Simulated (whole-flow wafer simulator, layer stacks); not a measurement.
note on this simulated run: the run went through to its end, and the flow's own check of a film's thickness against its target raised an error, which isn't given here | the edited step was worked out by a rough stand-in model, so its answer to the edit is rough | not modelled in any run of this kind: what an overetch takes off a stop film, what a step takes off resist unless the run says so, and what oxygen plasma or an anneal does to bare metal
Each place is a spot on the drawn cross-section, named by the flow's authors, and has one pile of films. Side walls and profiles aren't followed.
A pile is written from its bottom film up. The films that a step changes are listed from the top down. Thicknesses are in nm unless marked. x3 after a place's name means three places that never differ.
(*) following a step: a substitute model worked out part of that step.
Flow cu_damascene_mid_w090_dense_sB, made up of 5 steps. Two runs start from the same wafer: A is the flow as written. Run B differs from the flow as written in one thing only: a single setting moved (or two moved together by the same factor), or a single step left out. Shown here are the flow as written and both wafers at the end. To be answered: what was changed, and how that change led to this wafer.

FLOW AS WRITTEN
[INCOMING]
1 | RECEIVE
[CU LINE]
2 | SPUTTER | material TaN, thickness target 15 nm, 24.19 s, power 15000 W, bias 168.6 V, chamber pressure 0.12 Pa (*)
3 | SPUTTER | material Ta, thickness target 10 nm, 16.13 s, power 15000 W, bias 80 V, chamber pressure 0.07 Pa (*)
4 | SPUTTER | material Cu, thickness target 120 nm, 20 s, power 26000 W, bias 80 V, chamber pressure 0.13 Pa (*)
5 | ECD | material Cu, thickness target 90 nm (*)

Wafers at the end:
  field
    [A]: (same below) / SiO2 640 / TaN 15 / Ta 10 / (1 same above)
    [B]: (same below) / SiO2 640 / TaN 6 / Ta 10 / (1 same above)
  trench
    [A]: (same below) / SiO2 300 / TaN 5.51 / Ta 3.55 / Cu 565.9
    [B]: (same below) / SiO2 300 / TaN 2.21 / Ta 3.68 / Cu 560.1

Cause: step 2, SPUTTER: thickness target 6 nm was run, though the flow has thickness target 15 nm; step 2, SPUTTER: 9.68 s was run, where the flow has 24.19 s.
One can read it off the wafer: field has TaN 6, and step 2 as written asks for 15 nm.

Step by step, how the change led to this:
  2 | SPUTTER | material TaN, thickness target 15 nm, 24.19 s, power 15000 W, bias 168.6 V, chamber pressure 0.12 Pa (*)
      field: A +15 TaN (new film) | B +6 TaN (new film)
      trench: A +5.51 TaN (new film) | B +2.21 TaN (new film)
  4 | SPUTTER | material Cu, thickness target 120 nm, 20 s, power 26000 W, bias 80 V, chamber pressure 0.13 Pa (*)
      trench: A +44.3 Cu (new film) | B +45.8 Cu (new film)
